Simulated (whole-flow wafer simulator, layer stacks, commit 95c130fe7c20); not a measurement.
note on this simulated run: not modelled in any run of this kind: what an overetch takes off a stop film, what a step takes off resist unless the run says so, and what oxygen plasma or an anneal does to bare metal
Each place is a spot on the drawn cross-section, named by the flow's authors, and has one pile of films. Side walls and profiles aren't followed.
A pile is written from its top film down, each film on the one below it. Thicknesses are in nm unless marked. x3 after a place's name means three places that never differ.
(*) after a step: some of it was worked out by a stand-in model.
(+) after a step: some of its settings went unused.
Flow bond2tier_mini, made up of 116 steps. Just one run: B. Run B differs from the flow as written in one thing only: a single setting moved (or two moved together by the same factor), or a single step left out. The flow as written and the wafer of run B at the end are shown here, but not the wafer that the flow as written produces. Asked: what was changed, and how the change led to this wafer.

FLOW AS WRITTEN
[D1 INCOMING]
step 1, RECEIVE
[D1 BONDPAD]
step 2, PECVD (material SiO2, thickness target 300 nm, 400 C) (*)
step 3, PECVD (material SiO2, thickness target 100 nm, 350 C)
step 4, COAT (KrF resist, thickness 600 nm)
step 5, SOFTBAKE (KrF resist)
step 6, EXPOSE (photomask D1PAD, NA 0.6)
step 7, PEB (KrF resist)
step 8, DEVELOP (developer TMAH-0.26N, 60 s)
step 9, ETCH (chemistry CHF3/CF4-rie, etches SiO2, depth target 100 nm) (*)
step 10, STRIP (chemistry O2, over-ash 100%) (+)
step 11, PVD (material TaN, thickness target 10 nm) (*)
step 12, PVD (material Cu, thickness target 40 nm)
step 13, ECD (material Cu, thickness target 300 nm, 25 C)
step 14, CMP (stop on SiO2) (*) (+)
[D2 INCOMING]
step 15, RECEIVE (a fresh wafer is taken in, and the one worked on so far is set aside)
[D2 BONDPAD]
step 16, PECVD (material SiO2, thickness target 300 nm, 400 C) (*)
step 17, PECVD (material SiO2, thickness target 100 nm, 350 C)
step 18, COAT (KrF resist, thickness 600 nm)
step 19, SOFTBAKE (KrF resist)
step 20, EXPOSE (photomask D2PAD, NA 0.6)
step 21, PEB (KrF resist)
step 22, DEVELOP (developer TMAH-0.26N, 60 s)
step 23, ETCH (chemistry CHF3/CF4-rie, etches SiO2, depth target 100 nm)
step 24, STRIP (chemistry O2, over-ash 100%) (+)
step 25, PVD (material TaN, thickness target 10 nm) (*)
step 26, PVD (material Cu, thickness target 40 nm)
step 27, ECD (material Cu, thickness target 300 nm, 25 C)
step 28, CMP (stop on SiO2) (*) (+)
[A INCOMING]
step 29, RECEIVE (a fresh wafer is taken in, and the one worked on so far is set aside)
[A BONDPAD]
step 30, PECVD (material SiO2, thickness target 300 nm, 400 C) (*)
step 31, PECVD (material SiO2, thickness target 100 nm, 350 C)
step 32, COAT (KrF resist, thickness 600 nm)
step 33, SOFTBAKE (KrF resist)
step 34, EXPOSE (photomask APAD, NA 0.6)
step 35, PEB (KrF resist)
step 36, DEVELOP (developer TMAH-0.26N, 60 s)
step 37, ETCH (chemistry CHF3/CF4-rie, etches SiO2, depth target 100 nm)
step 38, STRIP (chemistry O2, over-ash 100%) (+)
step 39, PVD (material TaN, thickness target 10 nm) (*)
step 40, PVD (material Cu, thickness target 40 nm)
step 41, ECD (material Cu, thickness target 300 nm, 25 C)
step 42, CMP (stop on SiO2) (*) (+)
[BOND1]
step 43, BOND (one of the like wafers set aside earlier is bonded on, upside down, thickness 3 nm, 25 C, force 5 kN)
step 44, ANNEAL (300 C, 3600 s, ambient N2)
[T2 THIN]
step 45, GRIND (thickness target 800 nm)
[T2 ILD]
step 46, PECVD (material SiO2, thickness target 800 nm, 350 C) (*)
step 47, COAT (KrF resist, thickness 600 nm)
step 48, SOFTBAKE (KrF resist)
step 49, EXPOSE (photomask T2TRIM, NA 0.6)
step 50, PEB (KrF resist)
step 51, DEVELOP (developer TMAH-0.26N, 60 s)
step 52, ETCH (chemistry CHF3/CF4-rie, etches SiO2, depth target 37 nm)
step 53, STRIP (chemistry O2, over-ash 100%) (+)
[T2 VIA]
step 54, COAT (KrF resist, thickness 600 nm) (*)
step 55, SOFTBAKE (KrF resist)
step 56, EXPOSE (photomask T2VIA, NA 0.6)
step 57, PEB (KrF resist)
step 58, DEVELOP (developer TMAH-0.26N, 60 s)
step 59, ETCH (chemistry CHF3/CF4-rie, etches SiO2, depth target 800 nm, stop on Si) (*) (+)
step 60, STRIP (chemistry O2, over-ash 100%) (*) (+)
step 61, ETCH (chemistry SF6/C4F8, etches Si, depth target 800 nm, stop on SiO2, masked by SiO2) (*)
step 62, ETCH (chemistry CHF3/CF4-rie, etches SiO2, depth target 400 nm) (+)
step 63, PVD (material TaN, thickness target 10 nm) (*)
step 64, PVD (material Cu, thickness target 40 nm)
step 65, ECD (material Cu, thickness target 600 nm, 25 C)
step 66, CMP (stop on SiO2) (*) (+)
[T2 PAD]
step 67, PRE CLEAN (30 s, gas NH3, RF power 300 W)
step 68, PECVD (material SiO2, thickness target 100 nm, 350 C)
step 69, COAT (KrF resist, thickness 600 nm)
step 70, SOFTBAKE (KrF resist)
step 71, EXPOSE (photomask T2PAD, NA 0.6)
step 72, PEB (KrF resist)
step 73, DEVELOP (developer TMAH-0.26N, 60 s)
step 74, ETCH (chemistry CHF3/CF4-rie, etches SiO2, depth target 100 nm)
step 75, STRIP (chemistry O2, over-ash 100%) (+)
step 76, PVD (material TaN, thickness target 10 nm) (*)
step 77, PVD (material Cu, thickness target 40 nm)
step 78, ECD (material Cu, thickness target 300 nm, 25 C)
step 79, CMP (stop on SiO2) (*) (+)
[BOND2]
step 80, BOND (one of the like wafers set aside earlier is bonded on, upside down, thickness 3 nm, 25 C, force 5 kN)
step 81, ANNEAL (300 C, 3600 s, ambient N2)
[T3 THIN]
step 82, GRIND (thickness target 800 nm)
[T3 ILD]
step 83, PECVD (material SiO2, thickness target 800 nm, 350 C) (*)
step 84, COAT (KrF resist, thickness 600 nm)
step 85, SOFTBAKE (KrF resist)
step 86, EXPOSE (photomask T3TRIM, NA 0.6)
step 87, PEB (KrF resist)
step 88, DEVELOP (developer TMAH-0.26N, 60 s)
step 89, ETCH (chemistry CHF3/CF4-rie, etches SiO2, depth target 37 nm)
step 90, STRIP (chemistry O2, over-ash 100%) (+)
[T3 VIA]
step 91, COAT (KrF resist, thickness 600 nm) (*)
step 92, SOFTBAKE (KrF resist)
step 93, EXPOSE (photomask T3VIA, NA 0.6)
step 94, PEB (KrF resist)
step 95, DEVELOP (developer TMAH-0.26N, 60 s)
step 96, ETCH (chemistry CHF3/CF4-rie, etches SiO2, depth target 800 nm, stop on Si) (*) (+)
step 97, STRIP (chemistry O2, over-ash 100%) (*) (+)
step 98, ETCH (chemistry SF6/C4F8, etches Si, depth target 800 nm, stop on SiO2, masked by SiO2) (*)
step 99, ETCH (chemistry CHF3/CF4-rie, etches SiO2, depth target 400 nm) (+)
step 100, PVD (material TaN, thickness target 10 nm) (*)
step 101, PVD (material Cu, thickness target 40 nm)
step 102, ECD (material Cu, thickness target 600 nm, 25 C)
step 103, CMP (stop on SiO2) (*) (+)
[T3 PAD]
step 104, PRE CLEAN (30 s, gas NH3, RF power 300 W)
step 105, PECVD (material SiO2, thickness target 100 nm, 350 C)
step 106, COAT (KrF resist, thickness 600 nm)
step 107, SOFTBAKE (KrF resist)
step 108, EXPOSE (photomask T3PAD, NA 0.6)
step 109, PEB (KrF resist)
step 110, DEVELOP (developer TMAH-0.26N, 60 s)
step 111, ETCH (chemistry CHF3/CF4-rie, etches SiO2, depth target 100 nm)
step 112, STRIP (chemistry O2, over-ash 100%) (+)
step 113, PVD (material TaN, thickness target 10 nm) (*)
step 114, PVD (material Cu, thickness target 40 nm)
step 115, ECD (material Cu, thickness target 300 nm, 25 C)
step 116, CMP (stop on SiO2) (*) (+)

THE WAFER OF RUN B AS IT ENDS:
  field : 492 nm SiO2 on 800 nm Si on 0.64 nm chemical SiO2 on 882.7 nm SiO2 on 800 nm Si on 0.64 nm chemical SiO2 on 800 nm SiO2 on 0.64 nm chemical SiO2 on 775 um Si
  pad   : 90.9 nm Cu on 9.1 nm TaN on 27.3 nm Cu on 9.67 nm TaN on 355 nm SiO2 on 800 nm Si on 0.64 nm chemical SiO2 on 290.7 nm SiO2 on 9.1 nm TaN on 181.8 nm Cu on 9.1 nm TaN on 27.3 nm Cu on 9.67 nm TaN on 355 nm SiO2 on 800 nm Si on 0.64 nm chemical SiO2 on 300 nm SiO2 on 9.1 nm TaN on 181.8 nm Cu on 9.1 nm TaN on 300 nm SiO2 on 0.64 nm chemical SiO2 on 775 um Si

What caused this: step 17, PECVD: 392 C was run, though the flow has 350 C.

Step by step, how the change led to this:
  step 17, PECVD (material SiO2, thickness target 100 nm, 350 C)
      field, pad, via: SiO2 gains 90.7 (it would be, as written: SiO2 gains 100)
  step 80, BOND (one of the like wafers set aside earlier is bonded on, upside down, thickness 3 nm, 25 C, force 5 kN)
      field: Si gains 775 um (new film), chemical SiO2 gains 0.64 (new film), SiO2 gains 390.7 (it would be, as written: Si gains 775 um (new film), chemical SiO2 gains 0.64 (new film), SiO2 gains 400)
      pad: Si gains 775 um (new film), chemical SiO2 gains 0.64 (new film), SiO2 gains 290.7 (new film), TaN gains 9.1 (new film), Cu gains 90.9 (it would be, as written: Si gains 775 um (new film), chemical SiO2 gains 0.64 (new film), SiO2 gains 300 (new film), TaN gains 9.1 (new film), Cu gains 90.9)
